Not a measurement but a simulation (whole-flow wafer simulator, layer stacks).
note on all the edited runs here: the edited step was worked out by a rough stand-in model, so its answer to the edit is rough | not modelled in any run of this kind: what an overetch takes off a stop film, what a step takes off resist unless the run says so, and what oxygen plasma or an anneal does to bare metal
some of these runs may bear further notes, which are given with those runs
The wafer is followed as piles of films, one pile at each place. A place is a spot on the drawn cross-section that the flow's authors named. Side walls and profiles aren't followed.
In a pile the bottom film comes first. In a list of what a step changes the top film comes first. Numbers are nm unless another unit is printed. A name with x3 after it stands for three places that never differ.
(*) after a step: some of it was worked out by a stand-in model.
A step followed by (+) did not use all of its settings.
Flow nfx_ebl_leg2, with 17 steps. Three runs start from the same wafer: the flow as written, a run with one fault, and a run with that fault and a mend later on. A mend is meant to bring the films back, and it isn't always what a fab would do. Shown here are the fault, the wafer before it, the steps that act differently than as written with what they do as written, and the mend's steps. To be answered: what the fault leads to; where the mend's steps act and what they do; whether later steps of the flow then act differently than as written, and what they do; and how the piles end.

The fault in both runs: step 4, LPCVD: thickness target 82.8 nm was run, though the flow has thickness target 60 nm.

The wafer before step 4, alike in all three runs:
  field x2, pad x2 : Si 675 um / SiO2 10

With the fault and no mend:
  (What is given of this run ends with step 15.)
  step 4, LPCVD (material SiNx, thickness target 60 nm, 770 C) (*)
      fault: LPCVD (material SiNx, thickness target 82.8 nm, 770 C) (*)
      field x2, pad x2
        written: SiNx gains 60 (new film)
        fault: SiNx gains 82.8 (new film)
  Steps further on in the flow that do not act as written:
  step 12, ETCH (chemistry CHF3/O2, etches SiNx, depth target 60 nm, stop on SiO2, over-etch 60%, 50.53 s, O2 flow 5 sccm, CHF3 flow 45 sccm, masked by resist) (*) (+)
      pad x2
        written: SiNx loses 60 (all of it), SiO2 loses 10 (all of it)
        fault: SiNx loses 82.8 (all of it), SiO2 loses 6.6
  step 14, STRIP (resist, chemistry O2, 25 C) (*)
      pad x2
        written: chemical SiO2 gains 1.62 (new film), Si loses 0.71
        fault: nothing
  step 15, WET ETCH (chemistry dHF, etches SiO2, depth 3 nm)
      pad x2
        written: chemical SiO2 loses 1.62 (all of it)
        fault: SiO2 loses 3
  The piles after step 15 differ from the flow's at field x2 by more than 2% or 0.5 nm, whichever is larger.
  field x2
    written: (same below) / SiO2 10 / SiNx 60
    fault: (same below) / SiO2 10 / SiNx 82.8

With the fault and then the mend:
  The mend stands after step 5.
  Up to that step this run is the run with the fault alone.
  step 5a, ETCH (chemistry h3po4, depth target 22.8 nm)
      field x2, pad x2
        SiNx loses 22.8
  Later steps of the flow that are run all act as written at every place that is followed.
  The piles end the same as the flow's at every place that both follow.
